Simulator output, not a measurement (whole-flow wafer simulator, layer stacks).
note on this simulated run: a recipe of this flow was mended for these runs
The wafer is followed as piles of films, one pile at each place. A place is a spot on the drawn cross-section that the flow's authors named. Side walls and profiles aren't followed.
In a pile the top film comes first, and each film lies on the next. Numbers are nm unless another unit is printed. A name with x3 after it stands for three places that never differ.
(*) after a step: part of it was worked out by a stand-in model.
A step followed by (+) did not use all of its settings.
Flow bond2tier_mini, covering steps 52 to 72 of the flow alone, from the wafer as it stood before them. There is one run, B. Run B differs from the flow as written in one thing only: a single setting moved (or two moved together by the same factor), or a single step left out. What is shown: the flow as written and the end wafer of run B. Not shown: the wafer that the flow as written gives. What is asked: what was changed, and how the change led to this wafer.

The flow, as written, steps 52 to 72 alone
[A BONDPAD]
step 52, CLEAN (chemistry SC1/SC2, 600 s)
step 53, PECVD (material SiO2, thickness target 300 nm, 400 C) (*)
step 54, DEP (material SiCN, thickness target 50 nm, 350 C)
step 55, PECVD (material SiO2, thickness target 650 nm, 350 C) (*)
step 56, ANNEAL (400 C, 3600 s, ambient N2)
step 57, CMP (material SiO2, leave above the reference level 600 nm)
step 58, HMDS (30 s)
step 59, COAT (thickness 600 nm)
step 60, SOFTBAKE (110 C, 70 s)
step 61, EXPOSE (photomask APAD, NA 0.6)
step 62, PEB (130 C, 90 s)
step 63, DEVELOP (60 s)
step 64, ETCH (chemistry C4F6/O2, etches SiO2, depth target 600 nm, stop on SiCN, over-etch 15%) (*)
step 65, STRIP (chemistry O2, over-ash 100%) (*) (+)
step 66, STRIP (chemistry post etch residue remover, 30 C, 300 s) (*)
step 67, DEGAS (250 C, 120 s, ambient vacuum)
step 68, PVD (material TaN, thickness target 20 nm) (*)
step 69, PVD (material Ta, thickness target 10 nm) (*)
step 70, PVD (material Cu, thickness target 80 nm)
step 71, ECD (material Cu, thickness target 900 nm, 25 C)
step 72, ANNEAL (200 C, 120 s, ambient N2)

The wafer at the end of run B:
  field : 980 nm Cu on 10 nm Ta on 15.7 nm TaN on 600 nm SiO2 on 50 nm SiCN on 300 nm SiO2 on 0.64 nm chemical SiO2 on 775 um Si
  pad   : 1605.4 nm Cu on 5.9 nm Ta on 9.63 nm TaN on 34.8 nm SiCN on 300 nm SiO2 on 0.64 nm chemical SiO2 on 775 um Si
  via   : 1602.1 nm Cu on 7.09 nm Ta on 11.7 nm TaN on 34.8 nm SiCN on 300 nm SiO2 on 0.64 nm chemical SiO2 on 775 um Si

What caused this: step 68, PVD: thickness target 15.7 nm was run, though the flow has thickness target 20 nm.
One can read it off the wafer: field has TaN 15.7, and step 68 as written asks for 20 nm.

Step by step, how the change led to this:
  step 68, PVD (material TaN, thickness target 20 nm) (*)
      field: +15.7 TaN (new film) (as written it would have been: +20 TaN (new film))
      pad: +9.63 TaN (new film) (as written it would have been: +12.3 TaN (new film))
      (as well as at 1 more place)
